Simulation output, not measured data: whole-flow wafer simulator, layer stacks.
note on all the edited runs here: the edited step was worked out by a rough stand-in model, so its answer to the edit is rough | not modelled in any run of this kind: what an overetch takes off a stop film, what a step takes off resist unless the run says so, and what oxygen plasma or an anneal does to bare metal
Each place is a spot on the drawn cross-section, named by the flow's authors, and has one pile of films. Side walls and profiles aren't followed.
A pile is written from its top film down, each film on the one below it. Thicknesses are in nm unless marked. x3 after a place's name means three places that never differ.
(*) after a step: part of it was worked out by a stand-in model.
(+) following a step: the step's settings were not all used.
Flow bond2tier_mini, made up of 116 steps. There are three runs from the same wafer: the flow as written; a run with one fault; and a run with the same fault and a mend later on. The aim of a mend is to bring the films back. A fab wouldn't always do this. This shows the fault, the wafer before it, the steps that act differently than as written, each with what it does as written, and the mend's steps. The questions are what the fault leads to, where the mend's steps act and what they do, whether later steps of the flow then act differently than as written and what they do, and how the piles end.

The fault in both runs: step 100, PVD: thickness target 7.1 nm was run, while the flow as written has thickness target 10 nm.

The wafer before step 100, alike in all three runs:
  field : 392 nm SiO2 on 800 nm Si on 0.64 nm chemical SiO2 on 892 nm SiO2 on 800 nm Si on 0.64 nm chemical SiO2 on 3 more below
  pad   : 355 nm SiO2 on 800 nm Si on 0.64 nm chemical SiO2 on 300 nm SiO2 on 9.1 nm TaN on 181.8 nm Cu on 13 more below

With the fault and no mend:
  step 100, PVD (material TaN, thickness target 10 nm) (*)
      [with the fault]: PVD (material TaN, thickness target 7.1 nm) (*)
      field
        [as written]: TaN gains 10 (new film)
        [with the fault]: TaN gains 7.1 (new film)
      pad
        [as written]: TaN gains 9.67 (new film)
        [with the fault]: TaN gains 6.86 (new film)
  Steps further on in the flow that do not act as written (not shown: 1 more step that differs only slightly, by at most 2% or 0.5 nm, whichever is larger):
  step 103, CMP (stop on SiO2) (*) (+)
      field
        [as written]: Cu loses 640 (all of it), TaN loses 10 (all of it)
        [with the fault]: Cu loses 640 (all of it), TaN loses 7.1 (all of it)
  At pad, the piles at the end differ from the flow's by more than 2% or 0.5 nm, whichever is larger.
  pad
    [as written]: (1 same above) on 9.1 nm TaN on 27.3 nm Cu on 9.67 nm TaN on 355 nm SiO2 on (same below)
    [with the fault]: (1 same above) on 9.1 nm TaN on 30.1 nm Cu on 6.86 nm TaN on 355 nm SiO2 on (same below)

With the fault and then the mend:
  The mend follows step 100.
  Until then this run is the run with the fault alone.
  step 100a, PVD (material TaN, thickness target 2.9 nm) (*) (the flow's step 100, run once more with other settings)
      field
        TaN gains 2.9
      pad
        TaN gains 2.8
  Every later step of the flow that is run acts as written at every place that is followed.
  By the end, the piles equal the flow's at every place that both follow.
